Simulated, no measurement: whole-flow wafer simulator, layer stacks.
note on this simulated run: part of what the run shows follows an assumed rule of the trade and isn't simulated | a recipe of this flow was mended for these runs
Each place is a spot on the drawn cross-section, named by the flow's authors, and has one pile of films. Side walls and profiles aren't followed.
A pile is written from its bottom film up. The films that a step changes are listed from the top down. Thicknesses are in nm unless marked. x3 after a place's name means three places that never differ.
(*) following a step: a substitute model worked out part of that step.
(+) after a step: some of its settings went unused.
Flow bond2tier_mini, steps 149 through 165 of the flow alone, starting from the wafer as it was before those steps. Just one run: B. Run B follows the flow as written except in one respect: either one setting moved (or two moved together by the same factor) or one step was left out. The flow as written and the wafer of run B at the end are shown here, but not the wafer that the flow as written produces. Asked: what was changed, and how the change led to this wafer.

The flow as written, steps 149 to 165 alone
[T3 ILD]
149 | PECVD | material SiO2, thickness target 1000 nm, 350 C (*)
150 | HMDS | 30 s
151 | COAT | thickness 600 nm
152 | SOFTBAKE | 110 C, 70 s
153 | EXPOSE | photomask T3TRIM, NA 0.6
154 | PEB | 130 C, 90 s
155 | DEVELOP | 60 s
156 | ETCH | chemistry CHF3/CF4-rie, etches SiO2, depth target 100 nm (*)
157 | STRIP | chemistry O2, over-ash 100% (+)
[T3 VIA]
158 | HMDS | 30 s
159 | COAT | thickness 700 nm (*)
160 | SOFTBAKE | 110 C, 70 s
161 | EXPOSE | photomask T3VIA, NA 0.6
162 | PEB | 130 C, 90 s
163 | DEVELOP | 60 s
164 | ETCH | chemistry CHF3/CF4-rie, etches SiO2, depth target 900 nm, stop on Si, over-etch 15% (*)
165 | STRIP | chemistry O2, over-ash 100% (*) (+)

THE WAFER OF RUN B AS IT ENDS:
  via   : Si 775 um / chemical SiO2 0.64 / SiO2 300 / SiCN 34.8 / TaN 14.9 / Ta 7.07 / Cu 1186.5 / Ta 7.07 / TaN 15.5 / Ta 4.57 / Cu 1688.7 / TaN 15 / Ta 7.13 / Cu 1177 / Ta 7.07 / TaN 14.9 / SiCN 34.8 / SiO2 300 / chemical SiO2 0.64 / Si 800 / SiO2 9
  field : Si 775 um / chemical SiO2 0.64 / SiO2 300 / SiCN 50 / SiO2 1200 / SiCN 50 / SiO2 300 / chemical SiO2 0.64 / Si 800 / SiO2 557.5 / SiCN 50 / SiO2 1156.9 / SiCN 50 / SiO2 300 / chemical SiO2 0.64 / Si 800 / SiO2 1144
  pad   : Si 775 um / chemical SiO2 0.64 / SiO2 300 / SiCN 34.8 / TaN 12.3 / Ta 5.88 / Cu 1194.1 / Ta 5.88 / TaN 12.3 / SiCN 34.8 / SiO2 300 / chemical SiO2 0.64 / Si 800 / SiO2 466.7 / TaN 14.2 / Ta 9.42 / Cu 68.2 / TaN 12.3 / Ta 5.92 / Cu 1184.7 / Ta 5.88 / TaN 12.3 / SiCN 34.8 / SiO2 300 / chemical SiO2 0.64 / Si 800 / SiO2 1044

The reason: step 149, PECVD: thickness target 1144 nm was run, though the flow has thickness target 1000 nm.
The wafer itself shows it: field has SiO2 1144, and step 149 as written asks for 1000 nm.

The path from the change to this, step by step:
  149 | PECVD | material SiO2, thickness target 1000 nm, 350 C (*)
      field, pad, via: SiO2 gains 1144 (new film) (in the flow as written it would be: SiO2 gains 1000 (new film))
  164 | ETCH | chemistry CHF3/CF4-rie, etches SiO2, depth target 900 nm, stop on Si, over-etch 15% (*)
      via: SiO2 loses 1035 (in the flow as written it would be: SiO2 loses 900 (all of it), Si loses 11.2)
